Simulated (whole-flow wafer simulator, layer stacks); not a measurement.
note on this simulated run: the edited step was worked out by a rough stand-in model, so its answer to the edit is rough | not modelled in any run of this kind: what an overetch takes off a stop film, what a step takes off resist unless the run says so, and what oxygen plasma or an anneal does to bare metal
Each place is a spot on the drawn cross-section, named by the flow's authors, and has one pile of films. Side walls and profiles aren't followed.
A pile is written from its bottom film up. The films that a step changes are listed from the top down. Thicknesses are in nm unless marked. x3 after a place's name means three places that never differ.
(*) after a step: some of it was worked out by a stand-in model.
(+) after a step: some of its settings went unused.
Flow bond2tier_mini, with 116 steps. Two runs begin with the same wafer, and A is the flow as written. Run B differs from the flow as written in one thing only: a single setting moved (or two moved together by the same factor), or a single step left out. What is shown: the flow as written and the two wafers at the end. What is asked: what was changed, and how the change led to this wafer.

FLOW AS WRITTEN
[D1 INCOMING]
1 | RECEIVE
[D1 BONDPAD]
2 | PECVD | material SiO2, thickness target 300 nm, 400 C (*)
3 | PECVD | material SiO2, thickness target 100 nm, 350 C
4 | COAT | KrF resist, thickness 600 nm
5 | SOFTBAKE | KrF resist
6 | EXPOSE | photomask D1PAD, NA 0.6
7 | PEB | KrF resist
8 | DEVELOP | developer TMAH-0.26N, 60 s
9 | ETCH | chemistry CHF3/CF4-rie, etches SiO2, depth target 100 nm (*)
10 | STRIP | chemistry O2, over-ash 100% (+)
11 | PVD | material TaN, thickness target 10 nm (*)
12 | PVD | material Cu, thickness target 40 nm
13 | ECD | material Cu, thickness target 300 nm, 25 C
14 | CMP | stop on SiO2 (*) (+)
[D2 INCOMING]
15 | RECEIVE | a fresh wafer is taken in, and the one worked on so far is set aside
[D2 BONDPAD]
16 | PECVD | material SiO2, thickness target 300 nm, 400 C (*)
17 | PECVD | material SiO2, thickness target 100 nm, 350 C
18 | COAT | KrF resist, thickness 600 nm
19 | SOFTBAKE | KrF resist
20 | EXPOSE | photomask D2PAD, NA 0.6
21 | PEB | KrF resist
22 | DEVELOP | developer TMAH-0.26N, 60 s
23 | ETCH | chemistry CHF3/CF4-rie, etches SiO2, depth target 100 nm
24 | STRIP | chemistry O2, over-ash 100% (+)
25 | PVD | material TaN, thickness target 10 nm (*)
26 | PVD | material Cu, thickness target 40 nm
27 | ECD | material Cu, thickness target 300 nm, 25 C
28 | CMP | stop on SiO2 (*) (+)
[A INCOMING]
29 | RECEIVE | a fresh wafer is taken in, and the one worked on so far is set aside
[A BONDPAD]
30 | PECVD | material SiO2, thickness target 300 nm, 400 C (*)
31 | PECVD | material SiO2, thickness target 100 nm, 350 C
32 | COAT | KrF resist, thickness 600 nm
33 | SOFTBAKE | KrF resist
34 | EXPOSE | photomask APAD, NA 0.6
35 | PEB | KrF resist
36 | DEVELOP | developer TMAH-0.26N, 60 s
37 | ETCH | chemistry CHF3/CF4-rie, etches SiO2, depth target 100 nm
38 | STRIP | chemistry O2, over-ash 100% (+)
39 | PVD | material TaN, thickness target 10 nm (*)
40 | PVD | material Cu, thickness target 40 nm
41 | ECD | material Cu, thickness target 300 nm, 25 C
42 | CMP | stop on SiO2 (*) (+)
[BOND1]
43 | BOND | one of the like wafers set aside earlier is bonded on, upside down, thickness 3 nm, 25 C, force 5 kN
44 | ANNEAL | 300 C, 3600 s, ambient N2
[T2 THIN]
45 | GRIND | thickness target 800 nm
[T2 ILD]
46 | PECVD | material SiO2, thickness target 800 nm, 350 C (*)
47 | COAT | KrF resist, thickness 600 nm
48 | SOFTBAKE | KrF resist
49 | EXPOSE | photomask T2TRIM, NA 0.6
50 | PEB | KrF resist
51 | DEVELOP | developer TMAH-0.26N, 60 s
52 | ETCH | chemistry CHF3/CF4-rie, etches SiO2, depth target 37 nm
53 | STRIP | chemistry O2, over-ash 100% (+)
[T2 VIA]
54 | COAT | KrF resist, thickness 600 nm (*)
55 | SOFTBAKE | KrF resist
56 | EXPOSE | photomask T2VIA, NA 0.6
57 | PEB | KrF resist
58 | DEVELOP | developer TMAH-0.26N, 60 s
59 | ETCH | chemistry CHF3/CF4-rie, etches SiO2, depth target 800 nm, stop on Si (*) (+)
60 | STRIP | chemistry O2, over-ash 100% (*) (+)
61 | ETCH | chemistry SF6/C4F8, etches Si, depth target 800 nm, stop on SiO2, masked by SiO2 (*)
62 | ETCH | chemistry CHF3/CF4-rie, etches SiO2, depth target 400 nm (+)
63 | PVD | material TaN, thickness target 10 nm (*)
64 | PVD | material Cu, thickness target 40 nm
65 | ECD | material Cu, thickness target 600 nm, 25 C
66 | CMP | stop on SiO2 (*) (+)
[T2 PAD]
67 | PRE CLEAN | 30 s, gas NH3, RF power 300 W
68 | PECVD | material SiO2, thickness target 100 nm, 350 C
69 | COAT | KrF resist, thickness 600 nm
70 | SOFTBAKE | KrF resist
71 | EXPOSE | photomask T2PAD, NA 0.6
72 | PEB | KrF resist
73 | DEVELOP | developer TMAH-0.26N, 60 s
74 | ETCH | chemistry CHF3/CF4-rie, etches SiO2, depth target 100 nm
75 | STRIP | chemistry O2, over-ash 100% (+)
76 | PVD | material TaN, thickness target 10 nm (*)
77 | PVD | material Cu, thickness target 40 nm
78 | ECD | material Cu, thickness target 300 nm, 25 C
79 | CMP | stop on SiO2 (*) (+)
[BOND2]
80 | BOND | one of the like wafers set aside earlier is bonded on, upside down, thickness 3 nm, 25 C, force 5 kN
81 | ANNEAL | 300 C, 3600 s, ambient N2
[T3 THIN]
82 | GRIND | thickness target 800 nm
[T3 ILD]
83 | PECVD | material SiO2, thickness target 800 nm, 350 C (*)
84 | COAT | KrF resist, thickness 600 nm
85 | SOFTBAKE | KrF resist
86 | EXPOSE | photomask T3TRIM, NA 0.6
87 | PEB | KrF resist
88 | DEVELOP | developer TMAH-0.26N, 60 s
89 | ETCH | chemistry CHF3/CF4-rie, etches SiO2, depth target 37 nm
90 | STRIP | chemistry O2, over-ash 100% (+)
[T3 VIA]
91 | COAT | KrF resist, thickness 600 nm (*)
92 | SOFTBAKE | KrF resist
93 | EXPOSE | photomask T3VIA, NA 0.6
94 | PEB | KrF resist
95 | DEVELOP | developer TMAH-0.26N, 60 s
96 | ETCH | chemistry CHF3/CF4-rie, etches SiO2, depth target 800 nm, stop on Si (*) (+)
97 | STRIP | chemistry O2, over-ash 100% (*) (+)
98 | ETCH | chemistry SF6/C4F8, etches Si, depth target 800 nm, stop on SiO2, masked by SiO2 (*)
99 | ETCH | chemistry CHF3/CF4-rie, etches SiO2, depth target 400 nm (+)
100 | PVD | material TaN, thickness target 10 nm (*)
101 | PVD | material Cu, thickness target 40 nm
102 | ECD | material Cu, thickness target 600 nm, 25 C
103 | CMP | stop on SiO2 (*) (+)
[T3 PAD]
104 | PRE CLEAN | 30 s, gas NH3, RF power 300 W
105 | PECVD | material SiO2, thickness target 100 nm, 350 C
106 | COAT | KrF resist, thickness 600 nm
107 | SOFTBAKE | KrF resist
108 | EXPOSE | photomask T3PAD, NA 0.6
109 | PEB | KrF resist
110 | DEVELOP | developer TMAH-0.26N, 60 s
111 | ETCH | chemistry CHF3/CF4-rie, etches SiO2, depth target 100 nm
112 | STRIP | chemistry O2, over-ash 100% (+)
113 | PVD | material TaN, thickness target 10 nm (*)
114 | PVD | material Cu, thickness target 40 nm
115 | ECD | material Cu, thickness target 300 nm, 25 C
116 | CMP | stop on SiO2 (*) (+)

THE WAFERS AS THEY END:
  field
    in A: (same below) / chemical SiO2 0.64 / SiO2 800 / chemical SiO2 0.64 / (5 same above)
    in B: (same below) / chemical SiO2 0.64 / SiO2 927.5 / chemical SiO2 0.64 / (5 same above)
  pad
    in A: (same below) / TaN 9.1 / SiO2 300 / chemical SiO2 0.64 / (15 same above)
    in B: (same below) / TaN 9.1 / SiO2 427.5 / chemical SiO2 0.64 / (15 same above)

Cause: step 2, PECVD: thickness target 427.5 nm was run, though the flow has thickness target 300 nm.
The wafer itself shows it: pad has SiO2 427.5, and step 2 as written asks for 300 nm.

How this came from the change, step by step:
  2 | PECVD | material SiO2, thickness target 300 nm, 400 C (*)
      field, pad, via: A +300 SiO2 (new film) | B +427.5 SiO2 (new film)
  43 | BOND | one of the like wafers set aside earlier is bonded on, upside down, thickness 3 nm, 25 C, force 5 kN
      field: A +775 um Si (new film), +0.64 chemical SiO2 (new film), +400 SiO2 | B +775 um Si (new film), +0.64 chemical SiO2 (new film), +527.5 SiO2
      pad: A +775 um Si (new film), +0.64 chemical SiO2 (new film), +300 SiO2 (new film), +9.1 TaN (new film), +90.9 Cu | B +775 um Si (new film), +0.64 chemical SiO2 (new film), +427.5 SiO2 (new film), +9.1 TaN (new film), +90.9 Cu
      (also at 1 further place)
